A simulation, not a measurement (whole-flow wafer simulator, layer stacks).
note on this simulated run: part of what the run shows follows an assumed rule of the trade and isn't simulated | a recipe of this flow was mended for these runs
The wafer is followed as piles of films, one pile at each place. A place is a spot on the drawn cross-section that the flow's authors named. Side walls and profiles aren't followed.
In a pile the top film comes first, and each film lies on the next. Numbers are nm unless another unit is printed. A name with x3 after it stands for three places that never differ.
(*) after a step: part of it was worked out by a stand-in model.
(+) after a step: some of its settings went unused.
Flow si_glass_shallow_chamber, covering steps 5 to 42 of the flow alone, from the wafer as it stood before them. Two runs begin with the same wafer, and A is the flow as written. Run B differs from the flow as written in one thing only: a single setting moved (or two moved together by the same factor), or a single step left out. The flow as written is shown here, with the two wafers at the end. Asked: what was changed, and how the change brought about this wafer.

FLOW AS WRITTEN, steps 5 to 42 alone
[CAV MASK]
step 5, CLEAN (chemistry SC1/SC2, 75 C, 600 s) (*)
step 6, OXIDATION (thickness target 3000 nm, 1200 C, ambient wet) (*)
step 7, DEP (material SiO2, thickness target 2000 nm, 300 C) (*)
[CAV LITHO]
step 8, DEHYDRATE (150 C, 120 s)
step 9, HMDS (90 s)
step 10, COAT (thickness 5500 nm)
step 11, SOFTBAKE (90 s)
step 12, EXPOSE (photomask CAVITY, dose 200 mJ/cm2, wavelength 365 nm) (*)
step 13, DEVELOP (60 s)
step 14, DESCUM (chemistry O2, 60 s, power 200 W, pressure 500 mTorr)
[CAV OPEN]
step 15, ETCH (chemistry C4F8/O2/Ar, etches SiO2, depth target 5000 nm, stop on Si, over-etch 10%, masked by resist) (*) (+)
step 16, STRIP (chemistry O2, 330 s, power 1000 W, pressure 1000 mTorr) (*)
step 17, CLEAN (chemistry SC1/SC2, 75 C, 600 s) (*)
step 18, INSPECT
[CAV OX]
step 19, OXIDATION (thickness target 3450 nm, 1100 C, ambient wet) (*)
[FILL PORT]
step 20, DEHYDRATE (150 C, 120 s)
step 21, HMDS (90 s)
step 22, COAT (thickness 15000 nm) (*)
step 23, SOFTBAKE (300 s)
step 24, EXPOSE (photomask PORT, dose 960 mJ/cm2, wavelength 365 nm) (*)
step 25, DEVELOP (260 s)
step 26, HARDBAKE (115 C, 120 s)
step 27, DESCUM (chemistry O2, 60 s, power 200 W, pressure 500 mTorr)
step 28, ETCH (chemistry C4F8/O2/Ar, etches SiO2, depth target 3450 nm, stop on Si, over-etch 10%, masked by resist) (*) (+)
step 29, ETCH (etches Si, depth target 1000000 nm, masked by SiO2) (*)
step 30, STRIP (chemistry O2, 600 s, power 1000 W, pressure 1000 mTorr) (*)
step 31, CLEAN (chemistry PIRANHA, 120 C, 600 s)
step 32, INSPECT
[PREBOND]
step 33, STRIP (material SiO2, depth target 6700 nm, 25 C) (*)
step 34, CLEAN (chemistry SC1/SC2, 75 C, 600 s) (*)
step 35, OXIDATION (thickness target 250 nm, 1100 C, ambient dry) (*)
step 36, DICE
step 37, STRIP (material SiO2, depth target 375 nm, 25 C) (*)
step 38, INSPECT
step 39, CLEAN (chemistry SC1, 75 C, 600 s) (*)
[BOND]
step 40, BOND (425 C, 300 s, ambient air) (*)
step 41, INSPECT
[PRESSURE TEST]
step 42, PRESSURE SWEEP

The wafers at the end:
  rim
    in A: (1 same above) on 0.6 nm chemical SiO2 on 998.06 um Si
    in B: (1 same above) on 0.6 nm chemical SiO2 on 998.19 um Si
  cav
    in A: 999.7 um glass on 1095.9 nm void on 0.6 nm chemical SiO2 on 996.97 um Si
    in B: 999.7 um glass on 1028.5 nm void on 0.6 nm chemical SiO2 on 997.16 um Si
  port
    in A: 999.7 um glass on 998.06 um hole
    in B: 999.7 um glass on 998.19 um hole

Cause: step 6, OXIDATION: thickness target 2640 nm was run, though the flow has thickness target 3000 nm; step 15, ETCH: depth target 4400 nm was run, where the flow has depth target 5000 nm.

The path from the change to this, step by step:
  step 6, OXIDATION (thickness target 3000 nm, 1200 C, ambient wet) (*)
      rim, ramp, cav, port, septum, ring: A +3000 SiO2 (new film), -0.6 chemical SiO2 (all of it), -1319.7 Si | B +2640 SiO2 (new film), -0.6 chemical SiO2 (all of it), -1161.3 Si
  step 15, ETCH (chemistry C4F8/O2/Ar, etches SiO2, depth target 5000 nm, stop on Si, over-etch 10%, masked by resist) (*) (+)
      rim, ramp, septum, ring: A -1100 thick-i-line-resist | B -968 thick-i-line-resist
      cav, port: A -5000 SiO2 (all of it), -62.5 Si | B -4640 SiO2 (all of it), -25 Si
  step 16, STRIP (chemistry O2, 330 s, power 1000 W, pressure 1000 mTorr) (*)
      rim, ramp, septum, ring: A -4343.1 thick-i-line-resist (all of it) | B -4475.1 thick-i-line-resist (all of it)
  step 19, OXIDATION (thickness target 3450 nm, 1100 C, ambient wet) (*)
      rim, ramp, septum, ring: A +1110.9 SiO2, -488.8 Si | B +1179 SiO2, -518.8 Si
  step 22, COAT (thickness 15000 nm) (*)
      rim: A +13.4 um thick-i-line-resist (new film) | B +13.55 um thick-i-line-resist (new film)
      ramp: A +12.89 um thick-i-line-resist (new film) | B +13.09 um thick-i-line-resist (new film)
      (and at 4 other places as well)
  step 23, SOFTBAKE (300 s)
      rim: A -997 thick-i-line-resist | B -896.2 thick-i-line-resist
      ramp: A -487.1 thick-i-line-resist | B -434.2 thick-i-line-resist
      (and at 4 other places as well)
  step 25, DEVELOP (260 s)
      port: A -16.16 um thick-i-line-resist (all of it) | B -16.04 um thick-i-line-resist (all of it)
  step 26, HARDBAKE (115 C, 120 s)
      rim, ramp: A -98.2 thick-i-line-resist | B -101.2 thick-i-line-resist
  step 29, ETCH (etches Si, depth target 1000000 nm, masked by SiO2) (*)
      rim, ramp: A -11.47 um thick-i-line-resist (all of it), -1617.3 SiO2 | B -11.72 um thick-i-line-resist (all of it), -1486.3 SiO2
      port: A +997.05 um hole (new film), -997.05 um Si (all of it) | B +997.24 um hole (new film), -997.24 um Si (all of it)
      (and at 2 other places as well)
  step 30, STRIP (chemistry O2, 600 s, power 1000 W, pressure 1000 mTorr) (*)
      cav: A -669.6 thick-i-line-resist (all of it) | B -560.4 thick-i-line-resist (all of it)
  step 33, STRIP (material SiO2, depth target 6700 nm, 25 C) (*)
      rim, ramp: A -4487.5 SiO2 (all of it) | B -4326.7 SiO2 (all of it)
      septum: A -5732.1 SiO2 (all of it) | B -5451.6 SiO2 (all of it)
      (and at 1 other place as well)
  step 40, BOND (425 C, 300 s, ambient air) (*)
      cav: A +999.7 um glass (new film), +1095.9 void (new film) | B +999.7 um glass (new film), +1028.5 void (new film)
      port: A +999.7 um glass (new film), +1017.3 hole | B +999.7 um glass (new film), +949.8 hole
